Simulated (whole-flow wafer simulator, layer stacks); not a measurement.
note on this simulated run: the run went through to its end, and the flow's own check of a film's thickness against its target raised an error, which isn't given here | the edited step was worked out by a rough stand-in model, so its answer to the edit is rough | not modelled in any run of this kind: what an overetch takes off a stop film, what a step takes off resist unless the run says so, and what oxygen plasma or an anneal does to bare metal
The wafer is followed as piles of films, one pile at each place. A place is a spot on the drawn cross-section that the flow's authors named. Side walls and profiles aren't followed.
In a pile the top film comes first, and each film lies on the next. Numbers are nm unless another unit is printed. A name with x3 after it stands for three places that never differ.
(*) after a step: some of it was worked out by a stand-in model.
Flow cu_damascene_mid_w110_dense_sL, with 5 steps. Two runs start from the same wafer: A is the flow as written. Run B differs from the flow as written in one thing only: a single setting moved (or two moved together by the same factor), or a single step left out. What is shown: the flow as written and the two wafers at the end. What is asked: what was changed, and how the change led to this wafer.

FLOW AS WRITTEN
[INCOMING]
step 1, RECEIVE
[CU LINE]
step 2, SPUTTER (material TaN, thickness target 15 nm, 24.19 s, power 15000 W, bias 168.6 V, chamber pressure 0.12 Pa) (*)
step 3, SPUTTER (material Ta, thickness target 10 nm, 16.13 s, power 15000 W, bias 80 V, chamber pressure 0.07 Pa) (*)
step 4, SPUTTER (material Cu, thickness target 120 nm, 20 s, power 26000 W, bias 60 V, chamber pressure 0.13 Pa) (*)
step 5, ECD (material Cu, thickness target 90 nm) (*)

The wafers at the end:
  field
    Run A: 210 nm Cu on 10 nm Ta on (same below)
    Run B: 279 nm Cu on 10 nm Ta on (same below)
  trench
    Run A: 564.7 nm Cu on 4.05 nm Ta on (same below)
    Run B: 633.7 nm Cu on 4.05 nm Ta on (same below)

The reason: step 4, SPUTTER: thickness target 189 nm was run, whereas the flow has thickness target 120 nm; step 4, SPUTTER: 31.5 s was run, where the flow has 20 s.

How this came from the change, step by step:
  step 4, SPUTTER (material Cu, thickness target 120 nm, 20 s, power 26000 W, bias 60 V, chamber pressure 0.13 Pa) (*)
      field: A +120 Cu (new film) | B +189 Cu (new film)
      trench: A +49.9 Cu (new film) | B +78.6 Cu (new film)
  step 5, ECD (material Cu, thickness target 90 nm) (*)
      trench: A +514.8 Cu | B +555.1 Cu
